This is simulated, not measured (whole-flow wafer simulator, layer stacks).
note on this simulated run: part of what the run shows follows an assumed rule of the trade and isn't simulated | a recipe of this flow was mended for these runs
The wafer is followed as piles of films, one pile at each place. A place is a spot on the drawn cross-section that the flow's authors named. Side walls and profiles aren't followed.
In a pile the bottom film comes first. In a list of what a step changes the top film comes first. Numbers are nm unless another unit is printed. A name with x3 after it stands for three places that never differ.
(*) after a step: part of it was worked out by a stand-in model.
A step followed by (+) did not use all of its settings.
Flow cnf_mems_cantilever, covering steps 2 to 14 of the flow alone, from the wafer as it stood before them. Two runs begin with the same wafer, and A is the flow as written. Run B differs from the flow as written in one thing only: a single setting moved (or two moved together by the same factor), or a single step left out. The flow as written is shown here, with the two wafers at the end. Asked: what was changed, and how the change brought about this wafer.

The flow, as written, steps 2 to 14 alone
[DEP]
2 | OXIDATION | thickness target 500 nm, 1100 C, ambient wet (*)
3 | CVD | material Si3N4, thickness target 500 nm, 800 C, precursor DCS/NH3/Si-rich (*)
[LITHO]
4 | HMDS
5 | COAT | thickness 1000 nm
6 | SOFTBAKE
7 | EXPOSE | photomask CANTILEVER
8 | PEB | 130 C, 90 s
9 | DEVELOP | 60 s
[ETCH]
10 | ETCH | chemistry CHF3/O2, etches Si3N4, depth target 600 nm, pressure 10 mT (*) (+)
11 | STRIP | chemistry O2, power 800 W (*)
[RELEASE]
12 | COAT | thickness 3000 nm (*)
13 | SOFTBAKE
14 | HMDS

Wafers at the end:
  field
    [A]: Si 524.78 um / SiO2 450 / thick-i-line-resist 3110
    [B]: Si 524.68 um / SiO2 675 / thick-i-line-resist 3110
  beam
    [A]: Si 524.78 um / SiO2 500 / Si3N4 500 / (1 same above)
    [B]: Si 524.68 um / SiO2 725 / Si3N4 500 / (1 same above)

Cause: step 2, OXIDATION: thickness target 725 nm was run, while the flow as written has thickness target 500 nm.
One can read it off the wafer: beam has SiO2 725, and step 2 as written asks for 500 nm.

Step by step, how the change led to this:
  2 | OXIDATION | thickness target 500 nm, 1100 C, ambient wet (*)
      field, beam: A SiO2 gains 500 (new film), chemical SiO2 loses 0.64 (all of it), Si loses 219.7 | B SiO2 gains 725 (new film), chemical SiO2 loses 0.64 (all of it), Si loses 318.7
